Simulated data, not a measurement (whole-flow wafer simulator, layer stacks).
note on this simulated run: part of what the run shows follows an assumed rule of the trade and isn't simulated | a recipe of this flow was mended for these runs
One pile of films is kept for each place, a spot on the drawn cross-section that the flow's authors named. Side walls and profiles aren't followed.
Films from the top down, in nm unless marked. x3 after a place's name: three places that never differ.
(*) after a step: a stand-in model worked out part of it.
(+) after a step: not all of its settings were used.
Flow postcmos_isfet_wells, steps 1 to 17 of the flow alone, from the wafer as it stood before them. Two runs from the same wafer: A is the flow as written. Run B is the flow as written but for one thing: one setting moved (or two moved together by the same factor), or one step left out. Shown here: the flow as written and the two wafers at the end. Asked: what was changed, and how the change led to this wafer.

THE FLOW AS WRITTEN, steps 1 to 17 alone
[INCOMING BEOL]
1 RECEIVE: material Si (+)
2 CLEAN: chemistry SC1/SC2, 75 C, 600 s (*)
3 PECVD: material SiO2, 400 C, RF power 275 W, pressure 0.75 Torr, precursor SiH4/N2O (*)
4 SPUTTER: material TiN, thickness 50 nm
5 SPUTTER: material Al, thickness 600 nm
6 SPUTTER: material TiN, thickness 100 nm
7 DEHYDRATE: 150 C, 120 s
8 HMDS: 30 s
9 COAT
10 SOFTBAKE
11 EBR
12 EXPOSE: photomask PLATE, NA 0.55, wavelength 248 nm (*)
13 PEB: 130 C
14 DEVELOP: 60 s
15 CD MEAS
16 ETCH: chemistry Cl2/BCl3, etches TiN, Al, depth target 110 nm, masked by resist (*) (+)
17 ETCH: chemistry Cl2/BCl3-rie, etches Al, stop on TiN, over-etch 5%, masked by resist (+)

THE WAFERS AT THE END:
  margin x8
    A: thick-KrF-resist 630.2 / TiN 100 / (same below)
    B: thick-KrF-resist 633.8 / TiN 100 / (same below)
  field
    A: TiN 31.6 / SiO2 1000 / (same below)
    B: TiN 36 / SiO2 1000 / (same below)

The cause: step 17, ETCH: over-etch 3.8% was run, where the flow has over-etch 5%.

How the change led to this, step by step:
  17 ETCH: chemistry Cl2/BCl3-rie, etches Al, stop on TiN, over-etch 5%, masked by resist (+)
      field: A Al -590 (all of it), TiN -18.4 | B Al -590 (all of it), TiN -14
